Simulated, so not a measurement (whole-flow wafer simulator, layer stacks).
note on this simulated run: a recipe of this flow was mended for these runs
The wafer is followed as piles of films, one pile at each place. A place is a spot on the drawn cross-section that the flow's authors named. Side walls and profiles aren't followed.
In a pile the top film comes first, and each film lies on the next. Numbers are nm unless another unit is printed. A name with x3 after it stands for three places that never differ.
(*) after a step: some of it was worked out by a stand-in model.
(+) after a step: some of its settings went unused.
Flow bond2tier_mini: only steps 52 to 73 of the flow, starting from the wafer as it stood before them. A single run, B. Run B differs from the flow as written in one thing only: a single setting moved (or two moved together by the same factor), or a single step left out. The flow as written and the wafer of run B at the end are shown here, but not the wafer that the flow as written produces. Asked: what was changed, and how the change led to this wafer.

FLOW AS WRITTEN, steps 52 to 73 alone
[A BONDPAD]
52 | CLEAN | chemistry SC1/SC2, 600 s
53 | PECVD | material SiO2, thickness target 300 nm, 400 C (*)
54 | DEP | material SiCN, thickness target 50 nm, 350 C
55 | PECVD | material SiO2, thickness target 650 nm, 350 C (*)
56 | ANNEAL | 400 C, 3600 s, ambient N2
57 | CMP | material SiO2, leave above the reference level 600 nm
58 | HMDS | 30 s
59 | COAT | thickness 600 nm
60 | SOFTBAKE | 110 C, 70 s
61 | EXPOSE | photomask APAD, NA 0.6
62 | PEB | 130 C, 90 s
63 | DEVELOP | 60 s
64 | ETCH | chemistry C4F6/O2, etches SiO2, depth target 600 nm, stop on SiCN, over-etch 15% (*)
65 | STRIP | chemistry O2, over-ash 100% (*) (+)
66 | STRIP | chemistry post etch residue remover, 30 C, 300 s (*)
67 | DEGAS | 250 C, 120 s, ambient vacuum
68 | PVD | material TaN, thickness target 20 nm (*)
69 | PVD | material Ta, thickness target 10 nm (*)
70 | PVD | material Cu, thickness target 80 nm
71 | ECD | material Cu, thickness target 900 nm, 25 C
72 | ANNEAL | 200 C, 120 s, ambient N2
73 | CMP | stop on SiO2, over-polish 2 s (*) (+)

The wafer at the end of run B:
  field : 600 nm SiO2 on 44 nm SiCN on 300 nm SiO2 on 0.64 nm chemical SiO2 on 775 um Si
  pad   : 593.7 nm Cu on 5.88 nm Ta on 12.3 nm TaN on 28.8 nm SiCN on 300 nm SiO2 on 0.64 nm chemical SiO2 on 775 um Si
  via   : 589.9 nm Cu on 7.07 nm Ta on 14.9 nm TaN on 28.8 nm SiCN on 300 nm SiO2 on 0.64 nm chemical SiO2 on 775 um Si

What caused this: step 54, DEP: thickness target 44 nm was run, whereas the flow has thickness target 50 nm.
One can read it off the wafer: field has SiCN 44, and step 54 as written asks for 50 nm.

Step by step, how the change led to this:
  54 | DEP | material SiCN, thickness target 50 nm, 350 C
      field, pad, via: SiCN gains 44 (new film) (it would be, as written: SiCN gains 50 (new film))
